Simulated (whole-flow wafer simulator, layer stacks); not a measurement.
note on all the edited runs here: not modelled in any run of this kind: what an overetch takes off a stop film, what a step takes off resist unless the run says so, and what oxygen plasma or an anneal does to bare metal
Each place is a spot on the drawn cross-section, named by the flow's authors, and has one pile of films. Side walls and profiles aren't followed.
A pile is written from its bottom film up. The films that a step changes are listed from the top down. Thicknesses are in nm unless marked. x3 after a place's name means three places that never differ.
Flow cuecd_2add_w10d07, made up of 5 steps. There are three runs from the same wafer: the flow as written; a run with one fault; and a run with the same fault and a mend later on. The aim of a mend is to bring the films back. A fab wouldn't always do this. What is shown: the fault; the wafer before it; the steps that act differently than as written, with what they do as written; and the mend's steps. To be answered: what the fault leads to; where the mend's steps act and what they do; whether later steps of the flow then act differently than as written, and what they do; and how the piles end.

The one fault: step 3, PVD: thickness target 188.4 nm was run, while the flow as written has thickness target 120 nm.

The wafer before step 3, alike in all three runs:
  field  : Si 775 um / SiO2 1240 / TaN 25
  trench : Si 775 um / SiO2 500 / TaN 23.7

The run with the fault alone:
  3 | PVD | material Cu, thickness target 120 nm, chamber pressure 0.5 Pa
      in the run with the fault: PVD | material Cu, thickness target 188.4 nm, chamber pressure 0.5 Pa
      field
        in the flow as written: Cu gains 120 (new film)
        in the run with the fault: Cu gains 188.4 (new film)
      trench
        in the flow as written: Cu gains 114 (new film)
        in the run with the fault: Cu gains 179.3 (new film)
  Later steps of the flow that are run all act as written at every place that is followed.
  The piles end different from the flow's at field, trench by more than 2% or 0.5 nm, whichever is larger.
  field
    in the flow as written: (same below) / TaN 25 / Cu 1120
    in the run with the fault: (same below) / TaN 25 / Cu 1188.4
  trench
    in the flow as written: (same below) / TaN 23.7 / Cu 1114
    in the run with the fault: (same below) / TaN 23.7 / Cu 1179.3

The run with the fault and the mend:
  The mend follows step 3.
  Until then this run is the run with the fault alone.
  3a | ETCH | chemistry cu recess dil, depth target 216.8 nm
      field
        Cu loses 188.4 (all of it)
      trench
        Cu loses 179.3 (all of it)
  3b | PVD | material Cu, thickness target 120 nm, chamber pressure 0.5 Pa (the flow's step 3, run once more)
      field
        Cu gains 120 (new film)
      trench
        Cu gains 114 (new film)
  Later steps of the flow that are run all act as written at every place that is followed.
  By the end, the piles equal the flow's at every place that both follow.
